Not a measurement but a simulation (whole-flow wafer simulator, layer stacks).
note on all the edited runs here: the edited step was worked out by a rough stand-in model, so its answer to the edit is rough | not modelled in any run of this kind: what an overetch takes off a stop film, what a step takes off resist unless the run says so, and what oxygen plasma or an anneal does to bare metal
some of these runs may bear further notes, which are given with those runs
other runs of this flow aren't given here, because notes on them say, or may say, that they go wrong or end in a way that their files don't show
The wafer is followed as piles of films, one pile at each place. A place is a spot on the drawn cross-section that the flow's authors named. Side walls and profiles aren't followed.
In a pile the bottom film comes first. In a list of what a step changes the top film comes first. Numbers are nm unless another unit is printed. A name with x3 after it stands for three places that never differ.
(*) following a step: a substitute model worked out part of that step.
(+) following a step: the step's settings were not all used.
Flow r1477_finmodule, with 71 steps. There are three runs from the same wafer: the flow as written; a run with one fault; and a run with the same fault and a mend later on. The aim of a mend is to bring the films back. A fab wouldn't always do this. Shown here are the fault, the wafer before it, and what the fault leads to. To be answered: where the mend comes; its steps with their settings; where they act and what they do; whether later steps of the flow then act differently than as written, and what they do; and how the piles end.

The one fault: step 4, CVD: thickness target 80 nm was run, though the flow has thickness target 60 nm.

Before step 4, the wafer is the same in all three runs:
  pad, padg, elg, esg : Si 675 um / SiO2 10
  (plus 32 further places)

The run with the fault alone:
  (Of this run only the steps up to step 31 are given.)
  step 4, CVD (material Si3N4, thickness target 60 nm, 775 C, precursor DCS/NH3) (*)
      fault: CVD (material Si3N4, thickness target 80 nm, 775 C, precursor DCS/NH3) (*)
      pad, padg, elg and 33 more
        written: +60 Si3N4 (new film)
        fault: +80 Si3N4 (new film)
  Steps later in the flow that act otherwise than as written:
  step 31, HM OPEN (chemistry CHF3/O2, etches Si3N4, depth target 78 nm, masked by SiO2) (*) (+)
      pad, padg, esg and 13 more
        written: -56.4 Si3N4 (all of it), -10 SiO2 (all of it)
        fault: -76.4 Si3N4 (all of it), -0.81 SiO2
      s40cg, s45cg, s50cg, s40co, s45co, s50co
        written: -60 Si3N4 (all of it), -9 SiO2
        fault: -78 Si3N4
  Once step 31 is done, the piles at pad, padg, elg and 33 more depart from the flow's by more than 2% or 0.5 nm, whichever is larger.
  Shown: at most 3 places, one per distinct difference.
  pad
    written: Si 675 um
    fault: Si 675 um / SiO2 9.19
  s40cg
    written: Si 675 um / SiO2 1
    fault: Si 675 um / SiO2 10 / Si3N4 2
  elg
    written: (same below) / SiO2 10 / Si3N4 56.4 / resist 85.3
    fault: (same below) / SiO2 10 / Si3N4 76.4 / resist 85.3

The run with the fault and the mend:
  The mend stands after step 5.
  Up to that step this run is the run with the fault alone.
  step 5a, ETCH (chemistry h3po4, depth target 20 nm)
      pad, padg, elg and 33 more
        -20 Si3N4
  Later steps of the flow that are run all act as written at every place that is followed.
  The piles end the same as the flow's at every place that both follow.
